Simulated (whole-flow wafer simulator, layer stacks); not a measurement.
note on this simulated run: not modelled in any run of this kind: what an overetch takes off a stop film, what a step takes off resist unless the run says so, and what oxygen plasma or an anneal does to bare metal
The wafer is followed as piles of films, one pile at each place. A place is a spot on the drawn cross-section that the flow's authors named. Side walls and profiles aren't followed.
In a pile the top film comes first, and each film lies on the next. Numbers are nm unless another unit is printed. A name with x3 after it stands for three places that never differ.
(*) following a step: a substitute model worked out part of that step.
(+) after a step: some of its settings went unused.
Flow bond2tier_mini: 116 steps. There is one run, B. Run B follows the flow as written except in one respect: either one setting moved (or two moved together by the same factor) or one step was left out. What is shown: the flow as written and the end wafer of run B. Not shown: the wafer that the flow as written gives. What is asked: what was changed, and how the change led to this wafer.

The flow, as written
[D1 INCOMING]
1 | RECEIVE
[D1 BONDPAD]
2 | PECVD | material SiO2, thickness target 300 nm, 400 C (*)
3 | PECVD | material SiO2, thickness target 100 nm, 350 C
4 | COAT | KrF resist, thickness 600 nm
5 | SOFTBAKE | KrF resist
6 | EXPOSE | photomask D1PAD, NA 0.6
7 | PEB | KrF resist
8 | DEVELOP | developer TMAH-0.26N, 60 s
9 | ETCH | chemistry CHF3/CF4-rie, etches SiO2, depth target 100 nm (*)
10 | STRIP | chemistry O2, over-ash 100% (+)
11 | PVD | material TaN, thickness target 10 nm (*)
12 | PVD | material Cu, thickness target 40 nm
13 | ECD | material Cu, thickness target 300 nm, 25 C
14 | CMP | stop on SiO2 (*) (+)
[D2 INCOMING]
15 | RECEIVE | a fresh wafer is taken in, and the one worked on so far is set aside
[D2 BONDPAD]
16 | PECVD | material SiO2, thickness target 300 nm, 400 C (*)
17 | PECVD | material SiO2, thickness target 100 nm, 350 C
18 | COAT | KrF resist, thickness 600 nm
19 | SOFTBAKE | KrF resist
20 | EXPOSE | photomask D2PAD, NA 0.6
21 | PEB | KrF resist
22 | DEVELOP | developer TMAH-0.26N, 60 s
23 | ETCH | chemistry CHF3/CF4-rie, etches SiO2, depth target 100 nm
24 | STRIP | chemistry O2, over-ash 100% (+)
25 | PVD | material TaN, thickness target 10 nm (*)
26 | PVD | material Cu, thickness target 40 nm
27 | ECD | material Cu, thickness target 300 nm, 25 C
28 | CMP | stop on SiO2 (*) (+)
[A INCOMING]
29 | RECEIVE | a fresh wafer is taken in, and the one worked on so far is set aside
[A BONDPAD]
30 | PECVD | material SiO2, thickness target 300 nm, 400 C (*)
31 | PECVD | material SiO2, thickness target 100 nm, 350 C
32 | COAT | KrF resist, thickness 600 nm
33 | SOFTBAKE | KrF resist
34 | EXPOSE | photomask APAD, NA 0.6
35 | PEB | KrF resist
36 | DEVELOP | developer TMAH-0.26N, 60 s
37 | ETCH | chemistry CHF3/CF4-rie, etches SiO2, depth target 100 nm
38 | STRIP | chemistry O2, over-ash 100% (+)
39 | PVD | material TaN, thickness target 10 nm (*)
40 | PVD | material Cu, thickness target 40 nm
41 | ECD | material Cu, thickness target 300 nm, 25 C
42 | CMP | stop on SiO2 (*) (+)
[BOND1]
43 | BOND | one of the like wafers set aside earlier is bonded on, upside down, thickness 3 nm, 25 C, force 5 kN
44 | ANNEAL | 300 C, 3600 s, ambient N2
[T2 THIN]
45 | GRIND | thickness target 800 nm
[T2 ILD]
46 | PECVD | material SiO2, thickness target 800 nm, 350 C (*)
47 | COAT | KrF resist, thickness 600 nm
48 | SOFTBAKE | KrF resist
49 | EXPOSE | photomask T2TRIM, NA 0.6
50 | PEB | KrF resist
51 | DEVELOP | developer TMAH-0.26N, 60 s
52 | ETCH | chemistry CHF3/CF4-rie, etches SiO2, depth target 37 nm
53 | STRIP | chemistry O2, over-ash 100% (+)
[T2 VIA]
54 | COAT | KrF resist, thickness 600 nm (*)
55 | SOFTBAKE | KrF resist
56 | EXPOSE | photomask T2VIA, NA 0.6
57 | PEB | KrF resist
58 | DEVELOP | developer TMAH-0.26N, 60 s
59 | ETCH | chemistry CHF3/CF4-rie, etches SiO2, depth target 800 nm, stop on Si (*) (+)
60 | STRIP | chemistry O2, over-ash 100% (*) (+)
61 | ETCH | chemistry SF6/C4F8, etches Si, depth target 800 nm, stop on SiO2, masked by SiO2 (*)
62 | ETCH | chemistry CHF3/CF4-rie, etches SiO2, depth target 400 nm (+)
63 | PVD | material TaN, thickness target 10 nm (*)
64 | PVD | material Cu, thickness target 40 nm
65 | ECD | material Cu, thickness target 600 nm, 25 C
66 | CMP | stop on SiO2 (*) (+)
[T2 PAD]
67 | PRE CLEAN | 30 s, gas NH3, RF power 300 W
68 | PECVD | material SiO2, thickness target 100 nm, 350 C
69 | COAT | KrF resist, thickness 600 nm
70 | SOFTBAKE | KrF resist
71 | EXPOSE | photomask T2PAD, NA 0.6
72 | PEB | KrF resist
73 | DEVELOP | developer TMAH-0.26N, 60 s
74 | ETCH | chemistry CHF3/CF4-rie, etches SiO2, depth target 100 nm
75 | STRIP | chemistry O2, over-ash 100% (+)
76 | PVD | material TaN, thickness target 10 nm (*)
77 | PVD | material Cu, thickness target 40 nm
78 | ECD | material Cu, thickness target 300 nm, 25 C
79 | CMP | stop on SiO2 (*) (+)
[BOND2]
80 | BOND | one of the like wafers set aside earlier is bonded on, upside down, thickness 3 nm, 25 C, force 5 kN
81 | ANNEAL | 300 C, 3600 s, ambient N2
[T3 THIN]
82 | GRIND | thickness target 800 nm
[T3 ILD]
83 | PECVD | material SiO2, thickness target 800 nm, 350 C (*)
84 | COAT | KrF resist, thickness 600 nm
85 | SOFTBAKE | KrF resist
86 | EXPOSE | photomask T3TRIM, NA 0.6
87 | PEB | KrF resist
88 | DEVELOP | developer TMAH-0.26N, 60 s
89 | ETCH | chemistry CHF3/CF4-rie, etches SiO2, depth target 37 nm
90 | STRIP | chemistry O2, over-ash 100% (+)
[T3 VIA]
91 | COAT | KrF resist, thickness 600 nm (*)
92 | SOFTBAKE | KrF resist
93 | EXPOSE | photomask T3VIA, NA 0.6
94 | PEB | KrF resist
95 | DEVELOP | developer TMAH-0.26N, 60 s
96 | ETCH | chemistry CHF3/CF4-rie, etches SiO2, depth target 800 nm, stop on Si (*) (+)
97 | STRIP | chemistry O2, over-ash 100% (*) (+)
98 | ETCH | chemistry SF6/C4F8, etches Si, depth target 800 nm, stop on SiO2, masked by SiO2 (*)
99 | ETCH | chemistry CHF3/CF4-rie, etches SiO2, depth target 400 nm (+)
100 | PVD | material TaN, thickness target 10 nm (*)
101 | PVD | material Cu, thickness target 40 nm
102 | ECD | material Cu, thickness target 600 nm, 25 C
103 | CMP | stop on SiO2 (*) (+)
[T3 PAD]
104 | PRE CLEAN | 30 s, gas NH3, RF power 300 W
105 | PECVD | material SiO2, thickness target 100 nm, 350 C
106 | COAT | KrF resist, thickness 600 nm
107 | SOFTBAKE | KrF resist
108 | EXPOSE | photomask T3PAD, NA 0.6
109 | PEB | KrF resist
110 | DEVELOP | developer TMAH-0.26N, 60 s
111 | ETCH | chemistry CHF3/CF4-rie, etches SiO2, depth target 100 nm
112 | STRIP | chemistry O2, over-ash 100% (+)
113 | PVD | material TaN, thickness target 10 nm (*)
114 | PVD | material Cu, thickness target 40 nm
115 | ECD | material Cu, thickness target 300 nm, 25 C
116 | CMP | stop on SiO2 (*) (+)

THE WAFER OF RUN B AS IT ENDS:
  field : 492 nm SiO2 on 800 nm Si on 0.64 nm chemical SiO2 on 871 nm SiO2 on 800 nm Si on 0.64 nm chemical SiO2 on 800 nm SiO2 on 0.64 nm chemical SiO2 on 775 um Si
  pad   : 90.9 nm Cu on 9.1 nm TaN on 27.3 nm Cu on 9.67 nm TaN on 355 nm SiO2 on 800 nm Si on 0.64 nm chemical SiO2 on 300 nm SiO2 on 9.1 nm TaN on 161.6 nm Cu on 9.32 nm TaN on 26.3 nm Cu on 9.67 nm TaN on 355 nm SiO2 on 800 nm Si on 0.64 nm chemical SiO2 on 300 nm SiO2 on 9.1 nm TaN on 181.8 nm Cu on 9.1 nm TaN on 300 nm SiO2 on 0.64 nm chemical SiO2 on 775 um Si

The reason: step 68, PECVD: thickness target 79 nm was run, though the flow has thickness target 100 nm.

The path from the change to this, step by step:
  68 | PECVD | material SiO2, thickness target 100 nm, 350 C
      field: SiO2 gains 79 (in the flow as written it would be: SiO2 gains 100)
      pad: SiO2 gains 79 (new film) (in the flow as written it would be: SiO2 gains 100 (new film))
  74 | ETCH | chemistry CHF3/CF4-rie, etches SiO2, depth target 100 nm
      pad: SiO2 loses 79 (all of it), Cu loses 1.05 (in the flow as written it would be: SiO2 loses 100 (all of it))
  78 | ECD | material Cu, thickness target 300 nm, 25 C
      pad: Cu gains 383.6 (in the flow as written it would be: Cu gains 404.5)
